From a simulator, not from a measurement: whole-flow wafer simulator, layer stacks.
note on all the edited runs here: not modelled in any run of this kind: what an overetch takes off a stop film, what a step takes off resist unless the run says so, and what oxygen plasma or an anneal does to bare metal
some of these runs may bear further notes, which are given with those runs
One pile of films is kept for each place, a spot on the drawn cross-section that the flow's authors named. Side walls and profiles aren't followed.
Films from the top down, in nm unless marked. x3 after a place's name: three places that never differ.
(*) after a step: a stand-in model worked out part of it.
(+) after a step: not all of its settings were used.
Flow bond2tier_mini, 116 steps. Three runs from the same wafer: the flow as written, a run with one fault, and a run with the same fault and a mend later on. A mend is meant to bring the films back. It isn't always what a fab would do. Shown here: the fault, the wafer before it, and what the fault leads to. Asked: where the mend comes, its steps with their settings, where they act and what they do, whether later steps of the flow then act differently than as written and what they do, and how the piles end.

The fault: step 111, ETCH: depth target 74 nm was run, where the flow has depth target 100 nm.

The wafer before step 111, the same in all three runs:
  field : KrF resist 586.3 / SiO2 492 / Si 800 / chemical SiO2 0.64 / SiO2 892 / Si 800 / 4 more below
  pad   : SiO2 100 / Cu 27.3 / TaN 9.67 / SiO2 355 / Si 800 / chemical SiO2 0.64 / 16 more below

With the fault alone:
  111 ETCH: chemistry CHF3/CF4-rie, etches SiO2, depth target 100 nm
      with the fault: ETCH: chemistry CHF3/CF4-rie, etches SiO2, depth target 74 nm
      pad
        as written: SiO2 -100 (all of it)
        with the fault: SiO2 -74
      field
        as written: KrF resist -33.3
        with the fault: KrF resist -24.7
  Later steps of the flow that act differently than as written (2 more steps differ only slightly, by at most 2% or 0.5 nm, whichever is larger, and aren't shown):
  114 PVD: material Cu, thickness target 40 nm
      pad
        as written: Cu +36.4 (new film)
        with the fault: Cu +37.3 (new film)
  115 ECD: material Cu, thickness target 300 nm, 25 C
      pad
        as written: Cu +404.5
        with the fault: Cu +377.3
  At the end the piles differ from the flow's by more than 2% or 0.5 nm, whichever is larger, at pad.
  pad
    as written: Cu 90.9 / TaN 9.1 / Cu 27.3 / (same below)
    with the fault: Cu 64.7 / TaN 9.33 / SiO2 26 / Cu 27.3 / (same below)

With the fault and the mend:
  The mend comes after step 112.
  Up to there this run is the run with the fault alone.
  112a COAT: KrF resist, thickness 600 nm (*) (the flow's step 106 once more)
      field
        KrF resist +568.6 (new film)
      pad
        KrF resist +632.7 (new film)
  112b SOFTBAKE: KrF resist (the flow's step 107 once more)
      changes no film at any place that is followed
  112c EXPOSE: photomask T3PAD, NA 0.6 (the flow's step 108 once more)
      changes no film at any place that is followed
  112d PEB: KrF resist (the flow's step 109 once more)
      changes no film at any place that is followed
  112e DEVELOP: developer TMAH-0.26N, 60 s (the flow's step 110 once more)
      field
        KrF resist -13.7
      pad
        KrF resist -632.7 (all of it)
  112f ETCH: chemistry CHF3/CF4-rie, etches SiO2, depth target 26 nm (the flow's step 111 once more, with other settings)
      field
        KrF resist -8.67
      pad
        SiO2 -26 (all of it)
  112g STRIP: chemistry O2, over-ash 100% (+) (the flow's step 112 once more)
      field
        KrF resist -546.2 (all of it)
  No later step of the flow acts differently than as written at any place that is followed.
  At the end the piles are the same as the flow's at every place that both follow.
